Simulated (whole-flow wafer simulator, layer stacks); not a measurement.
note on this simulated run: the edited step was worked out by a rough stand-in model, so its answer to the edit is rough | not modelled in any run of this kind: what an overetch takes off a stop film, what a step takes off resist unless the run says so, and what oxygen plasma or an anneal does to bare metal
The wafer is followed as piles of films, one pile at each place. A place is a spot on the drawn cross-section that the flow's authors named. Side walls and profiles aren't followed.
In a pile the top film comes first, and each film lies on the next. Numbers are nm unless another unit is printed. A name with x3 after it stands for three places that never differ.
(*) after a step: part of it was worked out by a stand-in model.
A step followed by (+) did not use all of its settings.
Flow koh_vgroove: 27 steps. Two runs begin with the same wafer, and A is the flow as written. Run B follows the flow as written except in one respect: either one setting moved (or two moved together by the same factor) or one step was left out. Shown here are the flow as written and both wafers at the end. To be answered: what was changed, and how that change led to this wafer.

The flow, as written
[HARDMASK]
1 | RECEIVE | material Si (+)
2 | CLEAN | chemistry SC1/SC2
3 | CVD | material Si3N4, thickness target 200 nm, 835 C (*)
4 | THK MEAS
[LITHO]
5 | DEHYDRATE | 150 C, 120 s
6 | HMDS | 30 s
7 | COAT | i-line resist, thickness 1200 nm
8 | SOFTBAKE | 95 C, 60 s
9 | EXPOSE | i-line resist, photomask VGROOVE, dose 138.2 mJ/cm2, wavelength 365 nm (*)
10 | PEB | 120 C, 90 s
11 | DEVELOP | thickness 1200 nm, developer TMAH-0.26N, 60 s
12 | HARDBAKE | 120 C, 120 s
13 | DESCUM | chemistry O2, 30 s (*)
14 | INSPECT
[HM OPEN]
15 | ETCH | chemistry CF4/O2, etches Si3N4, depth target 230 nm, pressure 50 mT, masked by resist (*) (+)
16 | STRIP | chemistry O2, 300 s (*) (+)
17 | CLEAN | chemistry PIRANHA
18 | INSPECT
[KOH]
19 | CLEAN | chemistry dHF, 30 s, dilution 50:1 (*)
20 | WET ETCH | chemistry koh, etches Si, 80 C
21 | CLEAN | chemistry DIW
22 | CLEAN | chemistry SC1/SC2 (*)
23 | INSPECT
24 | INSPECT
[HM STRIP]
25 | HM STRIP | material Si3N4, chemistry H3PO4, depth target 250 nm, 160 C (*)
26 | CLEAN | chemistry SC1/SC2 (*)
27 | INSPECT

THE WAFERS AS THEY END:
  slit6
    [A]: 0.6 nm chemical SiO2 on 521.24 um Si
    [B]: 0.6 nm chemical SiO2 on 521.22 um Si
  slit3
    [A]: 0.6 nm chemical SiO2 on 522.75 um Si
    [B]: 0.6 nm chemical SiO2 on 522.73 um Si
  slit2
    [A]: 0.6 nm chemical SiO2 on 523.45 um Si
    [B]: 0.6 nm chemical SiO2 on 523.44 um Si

Cause: step 15, ETCH: depth target 247 nm was run, while the flow as written has depth target 230 nm.

Step by step, how the change led to this:
  15 | ETCH | chemistry CF4/O2, etches Si3N4, depth target 230 nm, pressure 50 mT, masked by resist (*) (+)
      slit3, slit2, slit6, slit20: A Si3N4 loses 200 (all of it), chemical SiO2 loses 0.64 (all of it), Si loses 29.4 | B Si3N4 loses 200 (all of it), chemical SiO2 loses 0.64 (all of it), Si loses 46.4
      field: A i-line resist loses 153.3 | B i-line resist loses 164.7
